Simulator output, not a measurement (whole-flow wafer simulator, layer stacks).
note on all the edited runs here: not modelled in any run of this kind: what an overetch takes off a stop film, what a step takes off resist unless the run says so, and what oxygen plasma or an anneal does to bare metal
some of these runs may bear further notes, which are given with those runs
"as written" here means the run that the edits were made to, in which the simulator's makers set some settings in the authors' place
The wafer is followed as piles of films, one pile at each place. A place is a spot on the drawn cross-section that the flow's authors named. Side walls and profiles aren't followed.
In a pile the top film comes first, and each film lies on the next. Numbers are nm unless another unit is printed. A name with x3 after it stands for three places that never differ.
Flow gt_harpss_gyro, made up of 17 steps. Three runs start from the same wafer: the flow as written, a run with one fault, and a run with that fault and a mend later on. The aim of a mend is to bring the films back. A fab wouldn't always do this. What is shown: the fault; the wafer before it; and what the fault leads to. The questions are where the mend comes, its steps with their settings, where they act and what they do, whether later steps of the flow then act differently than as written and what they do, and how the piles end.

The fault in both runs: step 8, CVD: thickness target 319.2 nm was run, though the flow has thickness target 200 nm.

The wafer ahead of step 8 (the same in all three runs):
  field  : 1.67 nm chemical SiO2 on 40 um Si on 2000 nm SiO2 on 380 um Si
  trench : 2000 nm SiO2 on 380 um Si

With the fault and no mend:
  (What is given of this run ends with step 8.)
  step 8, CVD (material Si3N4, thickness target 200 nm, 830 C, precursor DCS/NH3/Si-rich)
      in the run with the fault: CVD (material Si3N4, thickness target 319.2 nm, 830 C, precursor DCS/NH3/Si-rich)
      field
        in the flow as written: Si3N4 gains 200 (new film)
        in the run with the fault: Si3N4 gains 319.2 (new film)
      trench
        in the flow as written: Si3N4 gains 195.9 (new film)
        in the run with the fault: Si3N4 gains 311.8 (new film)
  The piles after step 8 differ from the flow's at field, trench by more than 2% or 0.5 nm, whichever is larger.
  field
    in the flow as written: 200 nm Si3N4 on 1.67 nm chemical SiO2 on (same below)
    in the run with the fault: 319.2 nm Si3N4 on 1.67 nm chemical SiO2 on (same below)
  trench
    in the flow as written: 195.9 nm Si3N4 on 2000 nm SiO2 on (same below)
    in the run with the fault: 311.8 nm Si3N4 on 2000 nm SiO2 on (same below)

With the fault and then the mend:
  After step 8 comes the mend.
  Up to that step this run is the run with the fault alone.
  step 8a, ETCH (chemistry h3po4, depth target 366.6 nm)
      field
        Si3N4 loses 319.2 (all of it)
      trench
        Si3N4 loses 311.8 (all of it)
  step 8b, CLEAN (chemistry SPM) (a further turn of the flow's step 1)
      does not change any film at any place that is followed
  step 8c, CVD (material Si3N4, thickness target 200 nm, 830 C, precursor DCS/NH3/Si-rich) (a further turn of the flow's step 8)
      field
        Si3N4 gains 200 (new film)
      trench
        Si3N4 gains 195.9 (new film)
  None of the later steps of the flow acts differently than as written at any place that is followed.
  The piles end the same as the flow's at every place that both follow.
